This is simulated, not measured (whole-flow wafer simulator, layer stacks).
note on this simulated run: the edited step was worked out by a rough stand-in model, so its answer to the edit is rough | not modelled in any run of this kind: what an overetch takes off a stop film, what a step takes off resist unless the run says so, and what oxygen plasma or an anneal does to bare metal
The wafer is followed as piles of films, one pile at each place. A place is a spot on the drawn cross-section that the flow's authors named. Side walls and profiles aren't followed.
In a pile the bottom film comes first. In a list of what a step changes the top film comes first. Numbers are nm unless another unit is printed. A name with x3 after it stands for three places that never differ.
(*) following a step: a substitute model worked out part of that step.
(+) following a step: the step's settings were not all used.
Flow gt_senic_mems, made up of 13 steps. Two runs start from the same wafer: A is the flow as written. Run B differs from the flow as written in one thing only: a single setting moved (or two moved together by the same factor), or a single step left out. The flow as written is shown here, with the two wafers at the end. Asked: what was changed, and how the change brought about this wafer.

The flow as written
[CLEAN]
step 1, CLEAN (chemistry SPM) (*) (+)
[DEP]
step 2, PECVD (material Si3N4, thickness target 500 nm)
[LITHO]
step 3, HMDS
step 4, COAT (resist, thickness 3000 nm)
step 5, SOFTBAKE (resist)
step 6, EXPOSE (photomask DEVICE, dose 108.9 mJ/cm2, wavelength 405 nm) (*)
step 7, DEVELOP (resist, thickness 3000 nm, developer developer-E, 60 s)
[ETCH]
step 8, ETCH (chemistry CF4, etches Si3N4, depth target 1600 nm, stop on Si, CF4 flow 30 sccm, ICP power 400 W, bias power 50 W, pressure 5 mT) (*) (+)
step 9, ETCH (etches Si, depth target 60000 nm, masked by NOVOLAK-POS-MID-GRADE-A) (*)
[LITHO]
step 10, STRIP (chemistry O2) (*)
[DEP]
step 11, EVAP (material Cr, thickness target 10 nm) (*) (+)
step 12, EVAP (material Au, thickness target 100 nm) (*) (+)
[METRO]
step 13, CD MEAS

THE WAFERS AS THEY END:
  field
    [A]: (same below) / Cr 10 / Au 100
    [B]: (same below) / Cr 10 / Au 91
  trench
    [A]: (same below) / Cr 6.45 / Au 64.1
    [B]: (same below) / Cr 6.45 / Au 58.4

The reason: step 12, EVAP: thickness target 91 nm was run, whereas the flow has thickness target 100 nm.
The wafer lets one read it off: field has Au 91, and step 12 as written asks for 100 nm.

Step by step, how the change led to this:
  step 12, EVAP (material Au, thickness target 100 nm) (*) (+)
      field: A +100 Au (new film) | B +91 Au (new film)
      trench: A +64.1 Au (new film) | B +58.4 Au (new film)
